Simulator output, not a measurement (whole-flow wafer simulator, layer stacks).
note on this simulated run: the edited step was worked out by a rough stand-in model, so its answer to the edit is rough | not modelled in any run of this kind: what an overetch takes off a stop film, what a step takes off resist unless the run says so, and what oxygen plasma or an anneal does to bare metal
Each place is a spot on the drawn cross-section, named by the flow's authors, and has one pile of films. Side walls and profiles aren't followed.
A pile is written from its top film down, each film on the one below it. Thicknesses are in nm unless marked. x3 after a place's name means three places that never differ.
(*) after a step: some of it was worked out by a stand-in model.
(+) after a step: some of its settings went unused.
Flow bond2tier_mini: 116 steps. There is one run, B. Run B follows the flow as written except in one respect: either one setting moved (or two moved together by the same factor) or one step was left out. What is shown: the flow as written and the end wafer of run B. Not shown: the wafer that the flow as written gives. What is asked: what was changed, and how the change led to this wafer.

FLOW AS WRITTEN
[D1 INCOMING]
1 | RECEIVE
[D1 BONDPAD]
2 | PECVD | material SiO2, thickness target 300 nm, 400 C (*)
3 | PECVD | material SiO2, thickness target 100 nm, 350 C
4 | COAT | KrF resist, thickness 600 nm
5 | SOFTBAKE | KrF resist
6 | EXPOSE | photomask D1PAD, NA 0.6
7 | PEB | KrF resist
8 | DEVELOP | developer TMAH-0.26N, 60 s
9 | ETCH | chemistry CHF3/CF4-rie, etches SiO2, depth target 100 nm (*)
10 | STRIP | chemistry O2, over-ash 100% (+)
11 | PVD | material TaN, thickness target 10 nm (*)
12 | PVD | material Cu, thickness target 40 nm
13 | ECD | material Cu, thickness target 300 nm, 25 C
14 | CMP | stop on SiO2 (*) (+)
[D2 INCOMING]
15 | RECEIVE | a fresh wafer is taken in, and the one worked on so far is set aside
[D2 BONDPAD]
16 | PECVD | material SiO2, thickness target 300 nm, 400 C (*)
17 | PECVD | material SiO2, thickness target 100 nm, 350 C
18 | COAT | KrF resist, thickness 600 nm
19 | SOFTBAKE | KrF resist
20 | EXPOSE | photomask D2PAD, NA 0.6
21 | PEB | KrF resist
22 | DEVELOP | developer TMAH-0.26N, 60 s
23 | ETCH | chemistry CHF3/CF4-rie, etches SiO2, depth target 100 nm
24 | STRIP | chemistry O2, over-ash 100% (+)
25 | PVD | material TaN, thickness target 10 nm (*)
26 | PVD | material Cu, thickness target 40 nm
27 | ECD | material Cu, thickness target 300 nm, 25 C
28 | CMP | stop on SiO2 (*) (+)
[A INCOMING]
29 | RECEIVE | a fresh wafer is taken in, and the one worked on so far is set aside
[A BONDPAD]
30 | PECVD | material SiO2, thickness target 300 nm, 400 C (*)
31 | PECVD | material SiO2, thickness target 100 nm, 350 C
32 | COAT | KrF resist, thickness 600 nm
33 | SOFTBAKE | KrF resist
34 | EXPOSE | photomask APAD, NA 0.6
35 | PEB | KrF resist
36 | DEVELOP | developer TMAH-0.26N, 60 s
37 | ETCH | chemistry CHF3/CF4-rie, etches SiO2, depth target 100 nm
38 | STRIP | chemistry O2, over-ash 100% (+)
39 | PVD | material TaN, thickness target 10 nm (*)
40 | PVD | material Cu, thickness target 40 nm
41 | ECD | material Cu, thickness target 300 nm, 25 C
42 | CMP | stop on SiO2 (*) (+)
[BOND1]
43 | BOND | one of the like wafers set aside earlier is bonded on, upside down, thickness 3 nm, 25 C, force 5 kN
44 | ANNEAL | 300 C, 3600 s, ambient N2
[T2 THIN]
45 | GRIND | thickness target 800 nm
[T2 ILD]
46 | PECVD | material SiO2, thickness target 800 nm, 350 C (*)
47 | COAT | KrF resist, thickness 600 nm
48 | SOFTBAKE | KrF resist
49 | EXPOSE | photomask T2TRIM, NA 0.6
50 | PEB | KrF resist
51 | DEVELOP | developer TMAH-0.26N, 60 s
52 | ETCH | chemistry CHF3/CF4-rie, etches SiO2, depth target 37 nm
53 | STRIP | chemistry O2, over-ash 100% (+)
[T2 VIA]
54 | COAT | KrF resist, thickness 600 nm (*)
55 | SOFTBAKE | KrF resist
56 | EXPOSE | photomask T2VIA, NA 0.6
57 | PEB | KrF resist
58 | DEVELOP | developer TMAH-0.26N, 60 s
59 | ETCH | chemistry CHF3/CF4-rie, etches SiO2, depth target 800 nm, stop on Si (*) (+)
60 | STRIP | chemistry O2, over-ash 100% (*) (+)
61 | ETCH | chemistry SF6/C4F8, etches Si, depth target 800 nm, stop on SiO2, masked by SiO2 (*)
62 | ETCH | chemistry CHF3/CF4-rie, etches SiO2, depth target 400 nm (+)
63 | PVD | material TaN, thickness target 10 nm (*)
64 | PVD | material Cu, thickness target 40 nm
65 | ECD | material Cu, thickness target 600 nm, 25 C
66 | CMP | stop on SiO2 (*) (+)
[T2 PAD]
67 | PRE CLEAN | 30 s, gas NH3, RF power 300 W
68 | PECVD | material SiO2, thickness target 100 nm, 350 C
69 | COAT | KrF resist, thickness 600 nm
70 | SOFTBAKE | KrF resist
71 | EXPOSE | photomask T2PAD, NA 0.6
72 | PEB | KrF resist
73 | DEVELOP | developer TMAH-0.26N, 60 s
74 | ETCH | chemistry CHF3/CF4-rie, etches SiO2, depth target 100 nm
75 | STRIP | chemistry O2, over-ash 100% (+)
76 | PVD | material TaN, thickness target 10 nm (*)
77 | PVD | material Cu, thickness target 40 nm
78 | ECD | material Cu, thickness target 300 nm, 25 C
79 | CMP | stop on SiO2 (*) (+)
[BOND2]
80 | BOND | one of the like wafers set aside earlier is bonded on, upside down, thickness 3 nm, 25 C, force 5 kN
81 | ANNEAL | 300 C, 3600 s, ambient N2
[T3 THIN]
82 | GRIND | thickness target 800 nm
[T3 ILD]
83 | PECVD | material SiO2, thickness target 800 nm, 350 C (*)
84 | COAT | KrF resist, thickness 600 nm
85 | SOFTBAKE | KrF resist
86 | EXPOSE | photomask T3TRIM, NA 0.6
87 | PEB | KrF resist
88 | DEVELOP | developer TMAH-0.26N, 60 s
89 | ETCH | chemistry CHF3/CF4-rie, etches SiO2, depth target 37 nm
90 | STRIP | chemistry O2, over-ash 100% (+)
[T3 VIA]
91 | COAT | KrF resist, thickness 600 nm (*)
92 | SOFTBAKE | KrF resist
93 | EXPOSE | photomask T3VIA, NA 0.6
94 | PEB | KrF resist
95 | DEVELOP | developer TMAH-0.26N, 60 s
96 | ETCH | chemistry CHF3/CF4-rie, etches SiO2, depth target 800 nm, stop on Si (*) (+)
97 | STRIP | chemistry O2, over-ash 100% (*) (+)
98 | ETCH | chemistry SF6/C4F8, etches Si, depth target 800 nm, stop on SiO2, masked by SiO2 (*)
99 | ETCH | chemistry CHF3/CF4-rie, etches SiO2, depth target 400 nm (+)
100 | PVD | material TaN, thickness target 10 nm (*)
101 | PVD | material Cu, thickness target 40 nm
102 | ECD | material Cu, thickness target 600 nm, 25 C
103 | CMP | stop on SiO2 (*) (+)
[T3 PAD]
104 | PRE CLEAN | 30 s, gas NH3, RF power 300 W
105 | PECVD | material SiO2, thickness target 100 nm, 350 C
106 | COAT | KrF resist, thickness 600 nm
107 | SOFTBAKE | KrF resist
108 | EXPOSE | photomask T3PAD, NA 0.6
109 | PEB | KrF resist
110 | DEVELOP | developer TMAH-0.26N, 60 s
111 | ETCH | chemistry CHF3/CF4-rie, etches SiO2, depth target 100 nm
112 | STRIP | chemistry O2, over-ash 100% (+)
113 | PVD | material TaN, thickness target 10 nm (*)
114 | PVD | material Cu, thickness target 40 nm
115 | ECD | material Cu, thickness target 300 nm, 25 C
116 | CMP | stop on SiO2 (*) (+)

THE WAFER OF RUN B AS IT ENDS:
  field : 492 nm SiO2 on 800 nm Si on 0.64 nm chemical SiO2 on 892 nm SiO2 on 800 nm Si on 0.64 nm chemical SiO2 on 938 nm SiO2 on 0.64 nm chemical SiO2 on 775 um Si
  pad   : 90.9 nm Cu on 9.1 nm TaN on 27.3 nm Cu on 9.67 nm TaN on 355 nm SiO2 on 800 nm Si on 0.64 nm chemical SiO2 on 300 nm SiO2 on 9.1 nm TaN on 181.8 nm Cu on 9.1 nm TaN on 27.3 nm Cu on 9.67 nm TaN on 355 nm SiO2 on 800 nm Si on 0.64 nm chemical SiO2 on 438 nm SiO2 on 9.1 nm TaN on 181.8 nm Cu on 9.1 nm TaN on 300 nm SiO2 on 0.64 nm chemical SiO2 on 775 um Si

Cause: step 2, PECVD: thickness target 438 nm was run, while the flow as written has thickness target 300 nm.
One can read it off the wafer: pad has SiO2 438, and step 2 as written asks for 300 nm.

How this came from the change, step by step:
  2 | PECVD | material SiO2, thickness target 300 nm, 400 C (*)
      field, pad, via: +438 SiO2 (new film) (in the flow as written it would be: +300 SiO2 (new film))
  43 | BOND | one of the like wafers set aside earlier is bonded on, upside down, thickness 3 nm, 25 C, force 5 kN
      field: +775 um Si (new film), +0.64 chemical SiO2 (new film), +538 SiO2 (in the flow as written it would be: +775 um Si (new film), +0.64 chemical SiO2 (new film), +400 SiO2)
      pad: +775 um Si (new film), +0.64 chemical SiO2 (new film), +438 SiO2 (new film), +9.1 TaN (new film), +90.9 Cu (in the flow as written it would be: +775 um Si (new film), +0.64 chemical SiO2 (new film), +300 SiO2 (new film), +9.1 TaN (new film), +90.9 Cu)
      (also at 1 further place)
